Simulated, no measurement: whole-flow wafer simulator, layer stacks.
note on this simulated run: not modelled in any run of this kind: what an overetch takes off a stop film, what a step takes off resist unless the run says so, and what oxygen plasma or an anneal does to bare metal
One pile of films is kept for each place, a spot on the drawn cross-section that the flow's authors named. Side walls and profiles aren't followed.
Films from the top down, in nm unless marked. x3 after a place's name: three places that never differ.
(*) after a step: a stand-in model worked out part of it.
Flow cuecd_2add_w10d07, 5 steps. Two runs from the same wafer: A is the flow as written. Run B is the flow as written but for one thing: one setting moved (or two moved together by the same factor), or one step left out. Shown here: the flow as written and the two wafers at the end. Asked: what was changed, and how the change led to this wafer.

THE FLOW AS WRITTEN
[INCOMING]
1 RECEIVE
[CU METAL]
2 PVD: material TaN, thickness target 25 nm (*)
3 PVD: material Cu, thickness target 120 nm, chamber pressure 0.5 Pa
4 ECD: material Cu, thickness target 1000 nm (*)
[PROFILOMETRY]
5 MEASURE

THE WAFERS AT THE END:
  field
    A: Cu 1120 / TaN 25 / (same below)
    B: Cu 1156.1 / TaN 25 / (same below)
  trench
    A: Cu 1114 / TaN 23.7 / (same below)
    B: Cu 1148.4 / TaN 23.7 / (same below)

The cause: step 3, PVD: thickness target 156.1 nm was run, where the flow has thickness target 120 nm.

How the change led to this, step by step:
  3 PVD: material Cu, thickness target 120 nm, chamber pressure 0.5 Pa
      field: A Cu +120 (new film) | B Cu +156.1 (new film)
      trench: A Cu +114 (new film) | B Cu +148.4 (new film)
